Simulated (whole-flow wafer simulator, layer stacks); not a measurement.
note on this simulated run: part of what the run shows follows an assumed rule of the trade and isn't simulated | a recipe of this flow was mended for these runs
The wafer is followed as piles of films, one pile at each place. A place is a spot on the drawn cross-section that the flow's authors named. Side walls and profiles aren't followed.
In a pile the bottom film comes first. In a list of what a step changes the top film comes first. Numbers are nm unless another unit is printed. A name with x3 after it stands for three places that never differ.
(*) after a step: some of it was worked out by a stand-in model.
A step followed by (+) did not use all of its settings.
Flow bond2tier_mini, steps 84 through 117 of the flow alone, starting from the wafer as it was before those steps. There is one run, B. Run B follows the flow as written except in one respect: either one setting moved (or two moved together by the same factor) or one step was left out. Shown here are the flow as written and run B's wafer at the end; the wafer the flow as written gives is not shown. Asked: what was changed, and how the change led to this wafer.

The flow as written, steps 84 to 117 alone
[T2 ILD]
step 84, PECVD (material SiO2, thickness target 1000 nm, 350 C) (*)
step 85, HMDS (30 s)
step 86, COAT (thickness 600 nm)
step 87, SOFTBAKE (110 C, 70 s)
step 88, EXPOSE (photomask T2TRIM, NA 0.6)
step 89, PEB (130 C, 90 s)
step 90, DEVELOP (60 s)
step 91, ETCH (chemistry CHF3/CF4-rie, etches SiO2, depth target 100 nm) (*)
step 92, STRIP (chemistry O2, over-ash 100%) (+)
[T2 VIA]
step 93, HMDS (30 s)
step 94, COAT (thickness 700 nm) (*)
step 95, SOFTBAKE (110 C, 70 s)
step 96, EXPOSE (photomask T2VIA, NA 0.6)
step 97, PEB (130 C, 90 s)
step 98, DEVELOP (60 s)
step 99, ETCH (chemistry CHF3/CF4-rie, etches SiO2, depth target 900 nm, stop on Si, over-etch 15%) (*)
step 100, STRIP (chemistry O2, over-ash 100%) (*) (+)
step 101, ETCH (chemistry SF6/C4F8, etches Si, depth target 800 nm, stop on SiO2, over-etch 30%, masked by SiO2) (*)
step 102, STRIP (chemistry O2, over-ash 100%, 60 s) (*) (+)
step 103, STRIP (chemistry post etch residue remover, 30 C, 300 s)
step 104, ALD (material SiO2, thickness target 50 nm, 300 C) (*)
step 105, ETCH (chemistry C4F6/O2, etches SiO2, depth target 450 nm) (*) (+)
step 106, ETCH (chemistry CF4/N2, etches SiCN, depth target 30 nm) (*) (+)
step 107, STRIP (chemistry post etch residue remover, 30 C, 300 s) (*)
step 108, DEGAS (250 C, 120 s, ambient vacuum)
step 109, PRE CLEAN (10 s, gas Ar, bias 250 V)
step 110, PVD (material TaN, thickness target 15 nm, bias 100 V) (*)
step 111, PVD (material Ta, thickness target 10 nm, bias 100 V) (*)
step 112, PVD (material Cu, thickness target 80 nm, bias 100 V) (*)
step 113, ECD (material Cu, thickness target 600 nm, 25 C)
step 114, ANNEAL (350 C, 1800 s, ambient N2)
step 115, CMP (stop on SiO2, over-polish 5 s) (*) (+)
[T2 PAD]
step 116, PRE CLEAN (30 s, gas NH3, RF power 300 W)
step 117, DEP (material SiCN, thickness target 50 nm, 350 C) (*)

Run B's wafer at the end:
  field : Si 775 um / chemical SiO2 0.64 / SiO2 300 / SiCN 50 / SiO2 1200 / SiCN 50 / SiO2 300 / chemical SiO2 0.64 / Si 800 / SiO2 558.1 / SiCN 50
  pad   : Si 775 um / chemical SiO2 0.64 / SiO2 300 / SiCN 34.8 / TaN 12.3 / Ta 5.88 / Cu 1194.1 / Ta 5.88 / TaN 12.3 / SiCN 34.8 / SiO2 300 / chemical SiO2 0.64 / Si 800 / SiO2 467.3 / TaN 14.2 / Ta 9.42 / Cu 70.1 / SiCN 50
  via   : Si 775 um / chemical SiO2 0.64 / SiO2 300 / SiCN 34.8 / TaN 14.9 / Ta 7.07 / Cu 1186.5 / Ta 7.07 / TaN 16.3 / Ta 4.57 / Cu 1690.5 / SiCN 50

What caused this: step 109, PRE CLEAN: 8 s was run, while the flow as written has 10 s.

Step by step, how the change led to this:
  step 109, PRE CLEAN (10 s, gas Ar, bias 250 V)
      field, pad: -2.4 SiO2 (as written it would have been: -3 SiO2)
      via: -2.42 TaN (as written it would have been: -3.19 TaN)
